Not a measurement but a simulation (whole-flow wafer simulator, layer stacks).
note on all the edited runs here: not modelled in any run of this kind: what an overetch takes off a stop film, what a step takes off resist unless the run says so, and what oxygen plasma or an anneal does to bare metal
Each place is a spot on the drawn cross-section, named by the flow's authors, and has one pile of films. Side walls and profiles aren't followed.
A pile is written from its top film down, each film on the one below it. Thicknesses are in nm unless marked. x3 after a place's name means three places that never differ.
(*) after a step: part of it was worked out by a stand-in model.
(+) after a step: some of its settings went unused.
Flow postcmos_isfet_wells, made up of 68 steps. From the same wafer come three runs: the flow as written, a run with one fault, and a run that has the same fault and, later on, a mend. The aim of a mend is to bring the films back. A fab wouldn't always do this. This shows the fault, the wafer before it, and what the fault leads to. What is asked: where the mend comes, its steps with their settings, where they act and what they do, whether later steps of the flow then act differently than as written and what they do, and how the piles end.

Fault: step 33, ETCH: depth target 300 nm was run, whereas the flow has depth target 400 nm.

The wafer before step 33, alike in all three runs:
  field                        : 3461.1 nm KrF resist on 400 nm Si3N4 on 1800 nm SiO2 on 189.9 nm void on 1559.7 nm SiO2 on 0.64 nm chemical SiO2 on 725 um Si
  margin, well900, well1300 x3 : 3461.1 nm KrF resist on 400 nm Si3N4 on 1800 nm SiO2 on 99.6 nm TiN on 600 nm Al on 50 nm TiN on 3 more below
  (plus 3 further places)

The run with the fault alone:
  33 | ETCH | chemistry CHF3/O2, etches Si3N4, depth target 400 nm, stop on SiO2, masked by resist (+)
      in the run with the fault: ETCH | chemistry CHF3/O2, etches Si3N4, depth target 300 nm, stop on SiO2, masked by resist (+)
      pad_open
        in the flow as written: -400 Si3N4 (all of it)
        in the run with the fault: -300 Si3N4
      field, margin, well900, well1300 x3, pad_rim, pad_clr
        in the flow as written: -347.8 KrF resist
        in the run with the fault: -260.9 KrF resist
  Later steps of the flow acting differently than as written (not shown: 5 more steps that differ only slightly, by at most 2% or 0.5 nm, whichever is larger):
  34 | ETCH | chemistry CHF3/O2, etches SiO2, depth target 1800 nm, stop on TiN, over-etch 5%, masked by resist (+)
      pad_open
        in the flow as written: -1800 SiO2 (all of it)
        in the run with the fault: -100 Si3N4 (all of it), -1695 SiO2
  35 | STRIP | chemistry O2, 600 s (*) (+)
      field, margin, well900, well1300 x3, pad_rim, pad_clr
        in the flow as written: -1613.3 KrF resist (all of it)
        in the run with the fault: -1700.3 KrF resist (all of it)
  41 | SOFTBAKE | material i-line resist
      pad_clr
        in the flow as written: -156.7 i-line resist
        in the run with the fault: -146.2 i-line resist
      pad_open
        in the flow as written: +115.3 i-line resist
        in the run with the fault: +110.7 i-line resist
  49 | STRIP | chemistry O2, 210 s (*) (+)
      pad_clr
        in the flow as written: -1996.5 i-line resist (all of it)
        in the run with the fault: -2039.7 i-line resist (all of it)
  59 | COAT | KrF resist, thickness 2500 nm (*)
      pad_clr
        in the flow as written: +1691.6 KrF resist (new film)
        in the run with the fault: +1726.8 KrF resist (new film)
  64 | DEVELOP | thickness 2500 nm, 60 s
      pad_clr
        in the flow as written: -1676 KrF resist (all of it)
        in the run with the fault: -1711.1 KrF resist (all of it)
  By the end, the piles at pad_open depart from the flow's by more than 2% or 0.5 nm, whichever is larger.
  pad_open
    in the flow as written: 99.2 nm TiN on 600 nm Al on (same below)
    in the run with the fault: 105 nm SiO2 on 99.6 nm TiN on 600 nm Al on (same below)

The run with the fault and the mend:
  The mend stands after step 33.
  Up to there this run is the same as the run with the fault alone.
  33a | ETCH | chemistry CHF3/O2, etches Si3N4, depth target 100 nm, stop on SiO2, masked by resist (the flow's step 33, run once more with other settings)
      field, margin, well900, well1300 x3, pad_rim, pad_clr
        -87 KrF resist
      pad_open
        -100 Si3N4 (all of it)
  Every later step of the flow that is run acts as written at every place that is followed.
  At every place that both follow, the piles at the end match the flow's.
